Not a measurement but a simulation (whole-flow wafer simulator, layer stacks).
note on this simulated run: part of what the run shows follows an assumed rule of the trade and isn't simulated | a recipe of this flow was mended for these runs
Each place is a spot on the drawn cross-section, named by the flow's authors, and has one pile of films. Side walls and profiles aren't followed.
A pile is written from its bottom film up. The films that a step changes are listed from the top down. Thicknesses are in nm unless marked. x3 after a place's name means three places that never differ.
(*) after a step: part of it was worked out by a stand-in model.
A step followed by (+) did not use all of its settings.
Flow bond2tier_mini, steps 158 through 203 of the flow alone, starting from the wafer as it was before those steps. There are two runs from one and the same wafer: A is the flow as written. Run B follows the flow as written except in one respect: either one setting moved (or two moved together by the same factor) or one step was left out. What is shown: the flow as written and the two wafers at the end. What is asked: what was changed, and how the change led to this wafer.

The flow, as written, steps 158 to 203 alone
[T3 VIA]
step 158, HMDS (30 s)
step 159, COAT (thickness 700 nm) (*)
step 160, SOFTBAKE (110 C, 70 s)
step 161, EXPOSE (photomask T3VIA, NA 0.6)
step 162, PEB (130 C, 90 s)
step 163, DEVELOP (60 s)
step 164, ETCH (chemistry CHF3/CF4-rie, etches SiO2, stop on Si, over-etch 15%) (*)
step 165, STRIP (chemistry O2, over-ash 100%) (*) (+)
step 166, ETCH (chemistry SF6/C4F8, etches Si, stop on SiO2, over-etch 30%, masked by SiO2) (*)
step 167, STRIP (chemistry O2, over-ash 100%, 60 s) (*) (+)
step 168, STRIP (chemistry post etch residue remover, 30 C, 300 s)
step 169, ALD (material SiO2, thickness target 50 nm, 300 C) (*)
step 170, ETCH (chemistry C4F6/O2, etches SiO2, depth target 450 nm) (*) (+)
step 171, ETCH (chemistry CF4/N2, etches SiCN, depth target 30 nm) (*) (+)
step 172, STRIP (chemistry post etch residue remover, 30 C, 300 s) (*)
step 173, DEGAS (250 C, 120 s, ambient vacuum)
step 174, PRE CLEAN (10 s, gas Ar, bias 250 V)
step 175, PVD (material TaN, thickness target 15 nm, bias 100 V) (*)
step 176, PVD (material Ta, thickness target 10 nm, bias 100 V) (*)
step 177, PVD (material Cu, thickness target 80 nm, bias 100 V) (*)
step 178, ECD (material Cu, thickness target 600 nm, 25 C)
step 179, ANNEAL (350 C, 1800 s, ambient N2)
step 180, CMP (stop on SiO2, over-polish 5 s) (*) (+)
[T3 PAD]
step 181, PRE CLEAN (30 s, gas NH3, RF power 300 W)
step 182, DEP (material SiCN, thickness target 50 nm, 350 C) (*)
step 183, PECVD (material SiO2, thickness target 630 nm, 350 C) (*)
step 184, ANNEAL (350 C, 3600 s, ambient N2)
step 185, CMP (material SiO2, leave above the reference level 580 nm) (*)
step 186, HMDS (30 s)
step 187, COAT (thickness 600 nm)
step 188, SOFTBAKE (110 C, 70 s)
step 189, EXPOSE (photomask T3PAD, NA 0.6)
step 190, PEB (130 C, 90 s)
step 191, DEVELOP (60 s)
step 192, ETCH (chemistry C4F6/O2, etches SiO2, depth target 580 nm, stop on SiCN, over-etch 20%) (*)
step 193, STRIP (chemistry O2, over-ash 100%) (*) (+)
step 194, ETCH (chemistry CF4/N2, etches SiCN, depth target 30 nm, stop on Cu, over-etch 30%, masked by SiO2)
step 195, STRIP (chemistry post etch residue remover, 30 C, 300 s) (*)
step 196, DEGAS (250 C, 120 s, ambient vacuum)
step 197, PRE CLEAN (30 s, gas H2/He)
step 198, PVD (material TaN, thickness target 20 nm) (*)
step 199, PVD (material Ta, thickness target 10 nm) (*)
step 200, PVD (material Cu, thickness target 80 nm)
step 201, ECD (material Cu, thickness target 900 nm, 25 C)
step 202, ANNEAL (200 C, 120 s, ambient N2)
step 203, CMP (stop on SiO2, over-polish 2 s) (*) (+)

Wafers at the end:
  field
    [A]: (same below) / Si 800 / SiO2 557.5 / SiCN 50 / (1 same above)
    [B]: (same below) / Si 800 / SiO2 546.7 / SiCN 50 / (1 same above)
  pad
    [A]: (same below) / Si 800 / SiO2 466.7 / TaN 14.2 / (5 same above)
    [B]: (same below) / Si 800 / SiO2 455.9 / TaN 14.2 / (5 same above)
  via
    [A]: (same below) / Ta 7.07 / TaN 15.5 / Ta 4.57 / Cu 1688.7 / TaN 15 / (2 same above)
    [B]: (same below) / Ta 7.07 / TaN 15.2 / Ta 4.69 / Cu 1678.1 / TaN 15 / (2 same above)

Cause: step 169, ALD: thickness target 39.2 nm was run, while the flow as written has thickness target 50 nm.

How this came from the change, step by step:
  step 169, ALD (material SiO2, thickness target 50 nm, 300 C) (*)
      field, pad, via: A SiO2 gains 50 | B SiO2 gains 39.2
  step 170, ETCH (chemistry C4F6/O2, etches SiO2, depth target 450 nm) (*) (+)
      via: A SiO2 loses 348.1 (all of it), SiCN loses 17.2 | B SiO2 loses 337.3 (all of it), SiCN loses 19
  step 171, ETCH (chemistry CF4/N2, etches SiCN, depth target 30 nm) (*) (+)
      via: A SiCN loses 17.6 (all of it), TaN loses 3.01 | B SiCN loses 15.8 (all of it), TaN loses 3.46
  step 177, PVD (material Cu, thickness target 80 nm, bias 100 V) (*)
      via: A Cu gains 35 (new film) | B Cu gains 36 (new film)
